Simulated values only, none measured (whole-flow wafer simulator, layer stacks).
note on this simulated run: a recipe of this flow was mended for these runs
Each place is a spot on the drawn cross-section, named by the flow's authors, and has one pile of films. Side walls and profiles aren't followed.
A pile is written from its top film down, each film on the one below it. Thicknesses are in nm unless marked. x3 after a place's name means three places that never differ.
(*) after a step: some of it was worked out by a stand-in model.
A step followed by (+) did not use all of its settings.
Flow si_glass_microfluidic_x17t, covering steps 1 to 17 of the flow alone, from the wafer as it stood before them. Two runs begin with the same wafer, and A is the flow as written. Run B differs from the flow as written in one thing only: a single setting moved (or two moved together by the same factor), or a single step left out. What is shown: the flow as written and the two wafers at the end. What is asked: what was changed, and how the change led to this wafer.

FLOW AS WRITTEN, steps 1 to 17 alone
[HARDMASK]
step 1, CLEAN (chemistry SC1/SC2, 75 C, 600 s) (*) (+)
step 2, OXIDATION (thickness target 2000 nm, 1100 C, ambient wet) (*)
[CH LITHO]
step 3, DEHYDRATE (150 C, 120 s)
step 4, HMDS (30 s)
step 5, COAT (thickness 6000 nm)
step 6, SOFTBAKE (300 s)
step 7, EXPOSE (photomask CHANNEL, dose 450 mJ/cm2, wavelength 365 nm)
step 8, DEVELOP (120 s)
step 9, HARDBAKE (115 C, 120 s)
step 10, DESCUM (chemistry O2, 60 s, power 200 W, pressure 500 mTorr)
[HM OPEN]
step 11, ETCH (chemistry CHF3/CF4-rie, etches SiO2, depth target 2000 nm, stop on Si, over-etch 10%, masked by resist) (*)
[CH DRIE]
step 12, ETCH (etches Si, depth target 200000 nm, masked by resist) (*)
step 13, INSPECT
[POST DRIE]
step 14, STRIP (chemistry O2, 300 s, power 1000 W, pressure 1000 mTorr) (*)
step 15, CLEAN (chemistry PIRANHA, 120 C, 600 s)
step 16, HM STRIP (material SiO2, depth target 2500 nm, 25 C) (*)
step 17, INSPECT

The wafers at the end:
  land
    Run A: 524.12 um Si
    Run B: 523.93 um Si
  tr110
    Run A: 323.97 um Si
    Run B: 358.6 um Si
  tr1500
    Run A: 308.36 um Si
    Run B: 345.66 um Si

What caused this: step 2, OXIDATION: thickness target 2432 nm was run, whereas the flow has thickness target 2000 nm.

How this came from the change, step by step:
  step 2, OXIDATION (thickness target 2000 nm, 1100 C, ambient wet) (*)
      land, tr110, tr1500, tr15: A +2000 SiO2 (new film), -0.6 chemical SiO2 (all of it), -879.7 Si | B +2432 SiO2 (new film), -0.6 chemical SiO2 (all of it), -1069.8 Si
  step 11, ETCH (chemistry CHF3/CF4-rie, etches SiO2, depth target 2000 nm, stop on Si, over-etch 10%, masked by resist) (*)
      tr110, tr1500, tr15: A -2000 SiO2 (all of it), -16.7 Si | B -2200 SiO2
  step 12, ETCH (etches Si, depth target 200000 nm, masked by resist) (*)
      tr110: A -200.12 um Si | B -232 SiO2 (all of it), -165.32 um Si
      tr1500: A -215.73 um Si | B -232 SiO2 (all of it), -178.27 um Si
      (also at 1 further place)
  step 16, HM STRIP (material SiO2, depth target 2500 nm, 25 C) (*)
      land: A -2000 SiO2 (all of it) | B -2432 SiO2 (all of it)
